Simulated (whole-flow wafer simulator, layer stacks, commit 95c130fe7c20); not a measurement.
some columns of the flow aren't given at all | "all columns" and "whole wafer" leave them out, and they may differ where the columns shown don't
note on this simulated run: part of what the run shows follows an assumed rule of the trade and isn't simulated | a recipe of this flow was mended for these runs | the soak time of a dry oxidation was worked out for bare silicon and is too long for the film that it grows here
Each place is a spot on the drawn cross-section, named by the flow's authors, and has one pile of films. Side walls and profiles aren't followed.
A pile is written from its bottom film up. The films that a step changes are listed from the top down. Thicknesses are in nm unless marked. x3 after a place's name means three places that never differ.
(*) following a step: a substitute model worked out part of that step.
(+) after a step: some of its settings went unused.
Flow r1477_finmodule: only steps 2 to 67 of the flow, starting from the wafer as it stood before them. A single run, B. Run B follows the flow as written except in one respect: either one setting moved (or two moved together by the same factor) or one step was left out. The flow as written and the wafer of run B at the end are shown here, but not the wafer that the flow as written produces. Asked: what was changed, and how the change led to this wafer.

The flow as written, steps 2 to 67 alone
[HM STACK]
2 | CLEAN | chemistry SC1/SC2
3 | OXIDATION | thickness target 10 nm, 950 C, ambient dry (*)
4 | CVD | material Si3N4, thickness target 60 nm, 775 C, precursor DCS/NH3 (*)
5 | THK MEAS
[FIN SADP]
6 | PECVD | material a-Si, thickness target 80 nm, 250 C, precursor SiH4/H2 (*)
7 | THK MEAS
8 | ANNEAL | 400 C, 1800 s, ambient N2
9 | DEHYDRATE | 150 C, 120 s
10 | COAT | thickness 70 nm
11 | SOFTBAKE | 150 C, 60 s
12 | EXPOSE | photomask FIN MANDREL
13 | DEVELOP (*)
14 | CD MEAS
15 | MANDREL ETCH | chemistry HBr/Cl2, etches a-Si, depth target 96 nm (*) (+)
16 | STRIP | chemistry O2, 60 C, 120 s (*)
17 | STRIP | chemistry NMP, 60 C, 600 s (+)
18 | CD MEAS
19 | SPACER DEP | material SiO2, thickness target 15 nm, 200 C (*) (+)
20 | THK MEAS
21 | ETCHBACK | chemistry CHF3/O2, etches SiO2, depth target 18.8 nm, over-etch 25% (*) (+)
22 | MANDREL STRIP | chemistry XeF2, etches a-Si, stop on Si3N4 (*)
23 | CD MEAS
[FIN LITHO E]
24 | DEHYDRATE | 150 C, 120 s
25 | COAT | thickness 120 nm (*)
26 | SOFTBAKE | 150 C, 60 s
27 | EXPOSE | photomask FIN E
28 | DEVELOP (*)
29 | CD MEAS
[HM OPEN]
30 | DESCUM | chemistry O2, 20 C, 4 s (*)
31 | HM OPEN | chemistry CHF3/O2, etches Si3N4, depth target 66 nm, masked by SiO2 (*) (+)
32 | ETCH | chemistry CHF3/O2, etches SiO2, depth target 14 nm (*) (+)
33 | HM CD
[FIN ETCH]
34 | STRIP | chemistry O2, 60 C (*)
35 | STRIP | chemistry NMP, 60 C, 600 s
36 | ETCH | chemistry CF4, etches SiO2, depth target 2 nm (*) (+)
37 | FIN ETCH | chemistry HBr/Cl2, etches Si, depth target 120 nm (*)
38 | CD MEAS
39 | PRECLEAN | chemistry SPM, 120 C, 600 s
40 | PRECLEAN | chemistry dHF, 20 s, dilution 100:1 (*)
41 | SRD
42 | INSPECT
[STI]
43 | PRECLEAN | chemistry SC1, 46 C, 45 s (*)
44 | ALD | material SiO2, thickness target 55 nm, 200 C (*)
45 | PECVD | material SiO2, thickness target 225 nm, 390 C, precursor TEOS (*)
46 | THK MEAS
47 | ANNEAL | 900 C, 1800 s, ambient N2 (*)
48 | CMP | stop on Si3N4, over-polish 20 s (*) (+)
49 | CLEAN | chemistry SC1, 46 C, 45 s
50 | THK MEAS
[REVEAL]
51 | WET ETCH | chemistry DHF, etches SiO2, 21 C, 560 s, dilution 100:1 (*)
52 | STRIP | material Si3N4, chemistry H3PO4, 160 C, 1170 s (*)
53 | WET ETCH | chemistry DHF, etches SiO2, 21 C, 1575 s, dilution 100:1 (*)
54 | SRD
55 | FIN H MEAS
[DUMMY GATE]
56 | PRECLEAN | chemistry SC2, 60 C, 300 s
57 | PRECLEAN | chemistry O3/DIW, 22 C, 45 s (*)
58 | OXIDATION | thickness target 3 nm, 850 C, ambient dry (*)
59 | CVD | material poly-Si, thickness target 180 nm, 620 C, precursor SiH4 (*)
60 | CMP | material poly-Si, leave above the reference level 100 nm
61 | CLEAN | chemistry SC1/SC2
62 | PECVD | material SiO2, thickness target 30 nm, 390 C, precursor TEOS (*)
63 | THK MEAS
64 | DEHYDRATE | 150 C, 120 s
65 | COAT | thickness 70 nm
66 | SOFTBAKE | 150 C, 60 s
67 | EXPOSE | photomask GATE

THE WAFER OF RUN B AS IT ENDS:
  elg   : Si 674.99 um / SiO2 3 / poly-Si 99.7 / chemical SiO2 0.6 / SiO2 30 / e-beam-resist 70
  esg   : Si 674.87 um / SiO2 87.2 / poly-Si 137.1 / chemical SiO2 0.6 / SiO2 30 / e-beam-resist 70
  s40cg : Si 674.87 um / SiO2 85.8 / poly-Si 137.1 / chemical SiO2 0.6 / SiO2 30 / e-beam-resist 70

The reason: step 3, OXIDATION: thickness target 19 nm was run, while the flow as written has thickness target 10 nm.

The path from the change to this, step by step:
  3 | OXIDATION | thickness target 10 nm, 950 C, ambient dry (*)
      pad, padg, elg and 33 more: +19 SiO2 (new film), -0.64 chemical SiO2 (all of it), -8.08 Si (it would be, as written: +10 SiO2 (new film), -0.64 chemical SiO2 (all of it), -4.12 Si)
  32 | ETCH | chemistry CHF3/O2, etches SiO2, depth target 14 nm (*) (+)
      s40cg, s45cg, s50cg, s40co, s45co, s50co: -14 SiO2 (it would be, as written: -7 SiO2 (all of it), -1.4 Si)
      pad, padg, esg and 13 more: -13 SiO2 (all of it), -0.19 Si (it would be, as written: -4.05 SiO2 (all of it), -1.99 Si)
  34 | STRIP | chemistry O2, 60 C (*)
      s40cg, s45cg, s50cg, s40co, s45co, s50co: nothing (it would be, as written: +1.2 chemical SiO2 (new film), -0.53 Si)
  36 | ETCH | chemistry CF4, etches SiO2, depth target 2 nm (*) (+)
      s40cg, s45cg, s50cg, s40co, s45co, s50co: -2 SiO2 (all of it) (it would be, as written: -1.2 chemical SiO2 (all of it), -0.67 Si)
  44 | ALD | material SiO2, thickness target 55 nm, 200 C (*)
      esg, e40sg, e100sg, e200sg, eso, e40so, e100so, e200so: +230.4 SiO2 (new film) (it would be, as written: +223.2 SiO2 (new film))
      s40cg, s45cg, s50cg, s40co, s45co, s50co: +269.6 SiO2 (new film) (it would be, as written: +263.2 SiO2 (new film))
      (and at 6 other places as well)
  48 | CMP | stop on Si3N4, over-polish 20 s (*) (+)
      pad, padg: -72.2 SiO2 (it would be, as written: -79.4 SiO2)
  53 | WET ETCH | chemistry DHF, etches SiO2, 21 C, 1575 s, dilution 100:1 (*)
      elg, e40lg, e100lg, e200lg, elo, e40lo, e100lo, e200lo: -16.9 SiO2 (all of it) (it would be, as written: -7.85 SiO2 (all of it))
      s40sg_line, s45sg_line, s50sg_line, s40so_line, s45so_line, s50so_line: -17.5 SiO2 (all of it) (it would be, as written: -8.51 SiO2 (all of it))
  59 | CVD | material poly-Si, thickness target 180 nm, 620 C, precursor SiH4 (*)
      esg, e40sg, e100sg and 15 more: +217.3 poly-Si (new film) (it would be, as written: +226.3 poly-Si (new film))
      e200sg, e200so: +210.2 poly-Si (new film) (it would be, as written: +219.2 poly-Si (new film))
  60 | CMP | material poly-Si, leave above the reference level 100 nm
      pad, padg: -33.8 poly-Si (it would be, as written: -24.8 poly-Si)
